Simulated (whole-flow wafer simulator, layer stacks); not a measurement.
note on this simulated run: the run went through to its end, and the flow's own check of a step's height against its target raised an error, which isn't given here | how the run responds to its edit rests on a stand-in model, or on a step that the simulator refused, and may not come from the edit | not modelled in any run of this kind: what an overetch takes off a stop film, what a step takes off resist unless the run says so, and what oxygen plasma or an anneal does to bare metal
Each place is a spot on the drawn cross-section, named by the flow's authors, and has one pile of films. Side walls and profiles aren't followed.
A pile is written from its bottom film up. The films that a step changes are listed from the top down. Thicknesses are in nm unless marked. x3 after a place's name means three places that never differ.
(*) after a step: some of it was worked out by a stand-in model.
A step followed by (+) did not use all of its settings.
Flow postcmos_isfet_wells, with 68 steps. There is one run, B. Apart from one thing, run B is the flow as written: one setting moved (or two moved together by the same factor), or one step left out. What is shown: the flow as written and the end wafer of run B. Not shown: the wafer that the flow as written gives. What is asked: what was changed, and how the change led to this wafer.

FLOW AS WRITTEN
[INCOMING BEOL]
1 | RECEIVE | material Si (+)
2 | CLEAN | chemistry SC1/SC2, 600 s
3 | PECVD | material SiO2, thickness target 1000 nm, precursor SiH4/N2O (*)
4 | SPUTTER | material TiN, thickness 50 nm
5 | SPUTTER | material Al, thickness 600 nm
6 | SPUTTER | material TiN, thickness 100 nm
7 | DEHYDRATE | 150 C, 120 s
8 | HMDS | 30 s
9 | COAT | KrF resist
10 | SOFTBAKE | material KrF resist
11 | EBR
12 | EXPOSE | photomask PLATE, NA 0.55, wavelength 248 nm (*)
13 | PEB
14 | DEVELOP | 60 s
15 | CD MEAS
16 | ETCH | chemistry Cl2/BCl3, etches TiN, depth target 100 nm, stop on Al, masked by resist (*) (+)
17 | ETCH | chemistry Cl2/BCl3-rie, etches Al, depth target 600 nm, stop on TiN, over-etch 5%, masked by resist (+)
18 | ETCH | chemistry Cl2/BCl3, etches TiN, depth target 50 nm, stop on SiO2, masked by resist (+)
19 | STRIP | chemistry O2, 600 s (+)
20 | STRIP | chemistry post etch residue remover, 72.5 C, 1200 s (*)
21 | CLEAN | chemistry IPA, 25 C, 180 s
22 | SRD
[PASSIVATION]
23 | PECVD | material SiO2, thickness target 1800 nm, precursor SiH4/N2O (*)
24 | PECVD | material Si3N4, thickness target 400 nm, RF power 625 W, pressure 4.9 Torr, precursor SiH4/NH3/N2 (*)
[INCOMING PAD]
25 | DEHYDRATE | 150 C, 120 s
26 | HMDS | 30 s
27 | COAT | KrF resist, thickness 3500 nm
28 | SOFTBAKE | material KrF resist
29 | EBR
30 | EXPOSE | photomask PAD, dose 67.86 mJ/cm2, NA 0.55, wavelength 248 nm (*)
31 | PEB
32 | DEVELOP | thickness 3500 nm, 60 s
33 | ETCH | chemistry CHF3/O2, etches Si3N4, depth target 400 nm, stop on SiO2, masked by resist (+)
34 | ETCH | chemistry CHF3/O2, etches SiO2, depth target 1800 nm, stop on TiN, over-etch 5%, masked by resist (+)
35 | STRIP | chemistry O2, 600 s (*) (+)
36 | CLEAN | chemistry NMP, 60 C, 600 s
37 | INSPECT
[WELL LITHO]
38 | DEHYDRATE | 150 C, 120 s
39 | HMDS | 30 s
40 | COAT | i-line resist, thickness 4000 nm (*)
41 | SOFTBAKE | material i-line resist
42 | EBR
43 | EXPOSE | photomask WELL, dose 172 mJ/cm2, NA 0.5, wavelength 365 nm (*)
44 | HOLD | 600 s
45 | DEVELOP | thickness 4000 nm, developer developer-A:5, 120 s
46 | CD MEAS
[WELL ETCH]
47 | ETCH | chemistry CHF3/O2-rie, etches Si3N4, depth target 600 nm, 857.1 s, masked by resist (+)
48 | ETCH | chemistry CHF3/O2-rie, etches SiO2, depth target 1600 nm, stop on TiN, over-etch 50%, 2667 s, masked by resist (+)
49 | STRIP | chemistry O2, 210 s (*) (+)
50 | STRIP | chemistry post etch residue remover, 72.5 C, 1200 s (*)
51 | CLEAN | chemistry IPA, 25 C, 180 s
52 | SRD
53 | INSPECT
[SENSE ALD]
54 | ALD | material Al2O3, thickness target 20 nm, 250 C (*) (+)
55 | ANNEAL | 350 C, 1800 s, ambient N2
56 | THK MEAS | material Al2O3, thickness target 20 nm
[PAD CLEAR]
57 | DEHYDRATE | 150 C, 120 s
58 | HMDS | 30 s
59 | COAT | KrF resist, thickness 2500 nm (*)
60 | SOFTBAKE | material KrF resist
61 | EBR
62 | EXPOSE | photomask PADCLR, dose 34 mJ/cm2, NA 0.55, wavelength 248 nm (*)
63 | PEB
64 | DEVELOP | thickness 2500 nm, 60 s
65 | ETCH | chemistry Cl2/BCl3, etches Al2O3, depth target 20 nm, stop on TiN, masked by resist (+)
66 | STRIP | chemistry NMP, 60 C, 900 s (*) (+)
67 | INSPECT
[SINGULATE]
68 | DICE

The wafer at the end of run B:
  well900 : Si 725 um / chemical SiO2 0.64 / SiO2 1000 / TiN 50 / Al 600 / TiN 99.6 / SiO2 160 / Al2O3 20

What caused this: step 48, ETCH: depth target 960 nm was run, while the flow as written has depth target 1600 nm; step 48, ETCH: 1600 s was run, where the flow has 2667 s.

How this came from the change, step by step:
  48 | ETCH | chemistry CHF3/O2-rie, etches SiO2, depth target 1600 nm, stop on TiN, over-etch 50%, 2667 s, masked by resist (+)
      well900, well1300 x3: SiO2 loses 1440 (in the flow as written it would be: SiO2 loses 1600 (all of it))
      field, margin, pad_rim, pad_clr, pad_open: i-line resist loses 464 (in the flow as written it would be: i-line resist loses 773.3)
  49 | STRIP | chemistry O2, 210 s (*) (+)
      field, margin, pad_rim: i-line resist loses 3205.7 (all of it) (in the flow as written it would be: i-line resist loses 2896.3 (all of it))
      pad_clr: i-line resist loses 2305.8 (all of it) (in the flow as written it would be: i-line resist loses 1996.5 (all of it))
      (and at 1 other place as well)
  59 | COAT | KrF resist, thickness 2500 nm (*)
      field: KrF resist gains 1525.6 (new film) (in the flow as written it would be: KrF resist gains 1449 (new film))
      margin: KrF resist gains 1525.6 (new film) (in the flow as written it would be: KrF resist gains 1448.9 (new film))
  66 | STRIP | chemistry NMP, 60 C, 900 s (*) (+)
      field, margin: KrF resist loses 1476.2 (all of it) (in the flow as written it would be: KrF resist loses 1400.1 (all of it))
